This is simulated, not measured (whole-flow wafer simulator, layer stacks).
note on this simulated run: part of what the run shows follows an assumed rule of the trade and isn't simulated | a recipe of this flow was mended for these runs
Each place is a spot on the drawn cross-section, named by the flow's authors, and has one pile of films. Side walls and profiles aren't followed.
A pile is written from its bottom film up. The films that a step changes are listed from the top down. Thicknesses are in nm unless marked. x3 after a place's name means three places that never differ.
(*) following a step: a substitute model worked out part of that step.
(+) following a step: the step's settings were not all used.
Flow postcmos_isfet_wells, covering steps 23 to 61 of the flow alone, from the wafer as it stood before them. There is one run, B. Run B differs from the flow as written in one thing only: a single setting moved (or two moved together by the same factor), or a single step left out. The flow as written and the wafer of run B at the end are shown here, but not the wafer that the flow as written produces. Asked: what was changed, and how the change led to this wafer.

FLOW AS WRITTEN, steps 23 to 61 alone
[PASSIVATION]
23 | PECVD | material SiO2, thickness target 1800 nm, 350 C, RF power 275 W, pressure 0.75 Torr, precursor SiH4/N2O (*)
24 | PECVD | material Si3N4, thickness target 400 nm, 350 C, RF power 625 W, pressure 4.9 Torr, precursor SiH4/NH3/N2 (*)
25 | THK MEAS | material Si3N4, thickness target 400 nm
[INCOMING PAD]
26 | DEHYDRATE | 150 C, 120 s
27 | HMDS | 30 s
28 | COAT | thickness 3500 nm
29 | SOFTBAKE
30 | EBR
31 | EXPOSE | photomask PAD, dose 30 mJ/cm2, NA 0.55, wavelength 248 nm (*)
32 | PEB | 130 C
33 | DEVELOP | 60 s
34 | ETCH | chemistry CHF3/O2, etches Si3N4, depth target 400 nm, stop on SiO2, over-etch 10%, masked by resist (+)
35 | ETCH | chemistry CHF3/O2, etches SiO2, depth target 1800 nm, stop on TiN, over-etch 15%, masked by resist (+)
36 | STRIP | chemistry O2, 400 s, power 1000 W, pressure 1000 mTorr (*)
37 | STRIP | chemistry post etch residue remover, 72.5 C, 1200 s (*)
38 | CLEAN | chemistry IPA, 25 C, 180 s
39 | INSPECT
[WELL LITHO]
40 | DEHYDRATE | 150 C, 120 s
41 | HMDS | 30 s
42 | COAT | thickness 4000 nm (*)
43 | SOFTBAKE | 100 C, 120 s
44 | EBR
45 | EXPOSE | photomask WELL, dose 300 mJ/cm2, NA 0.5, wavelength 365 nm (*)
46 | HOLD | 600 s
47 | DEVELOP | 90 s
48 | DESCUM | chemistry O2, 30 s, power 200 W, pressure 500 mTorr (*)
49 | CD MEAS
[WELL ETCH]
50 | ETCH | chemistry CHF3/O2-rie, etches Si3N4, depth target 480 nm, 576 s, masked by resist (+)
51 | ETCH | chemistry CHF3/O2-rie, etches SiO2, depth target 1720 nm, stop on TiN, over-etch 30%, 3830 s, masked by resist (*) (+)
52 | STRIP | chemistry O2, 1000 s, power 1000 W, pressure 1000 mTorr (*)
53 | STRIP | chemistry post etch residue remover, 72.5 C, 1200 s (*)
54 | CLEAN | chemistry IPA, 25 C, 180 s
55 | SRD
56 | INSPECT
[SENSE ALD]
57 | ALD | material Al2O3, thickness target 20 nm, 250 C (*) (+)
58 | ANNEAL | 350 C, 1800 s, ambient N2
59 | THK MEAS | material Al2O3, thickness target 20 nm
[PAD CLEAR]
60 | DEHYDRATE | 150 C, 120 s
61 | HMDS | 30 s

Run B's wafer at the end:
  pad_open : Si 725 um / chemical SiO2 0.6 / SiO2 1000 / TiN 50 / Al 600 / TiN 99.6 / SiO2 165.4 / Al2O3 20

What caused this: step 35, ETCH: depth target 1404 nm was run, though the flow has depth target 1800 nm.

How this came from the change, step by step:
  35 | ETCH | chemistry CHF3/O2, etches SiO2, depth target 1800 nm, stop on TiN, over-etch 15%, masked by resist (+)
      pad_open: -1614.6 SiO2 (it would be, as written: -1780 SiO2 (all of it), -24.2 TiN)
      field, margin x2, well900 x4, pad_clr: -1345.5 thick-KrF-resist (it would be, as written: -1705.8 thick-KrF-resist)
  36 | STRIP | chemistry O2, 400 s, power 1000 W, pressure 1000 mTorr (*)
      field, margin x2, well900 x4, pad_clr: -1742.9 thick-KrF-resist (all of it) (it would be, as written: -1382.5 thick-KrF-resist (all of it))
  43 | SOFTBAKE | 100 C, 120 s
      pad_clr: -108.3 thick-g/i-line-resist (it would be, as written: -123 thick-g/i-line-resist)
      pad_open: +68 thick-g/i-line-resist (it would be, as written: +73 thick-g/i-line-resist)
  52 | STRIP | chemistry O2, 1000 s, power 1000 W, pressure 1000 mTorr (*)
      pad_clr: -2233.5 thick-g/i-line-resist (all of it) (it would be, as written: -2159.6 thick-g/i-line-resist (all of it))
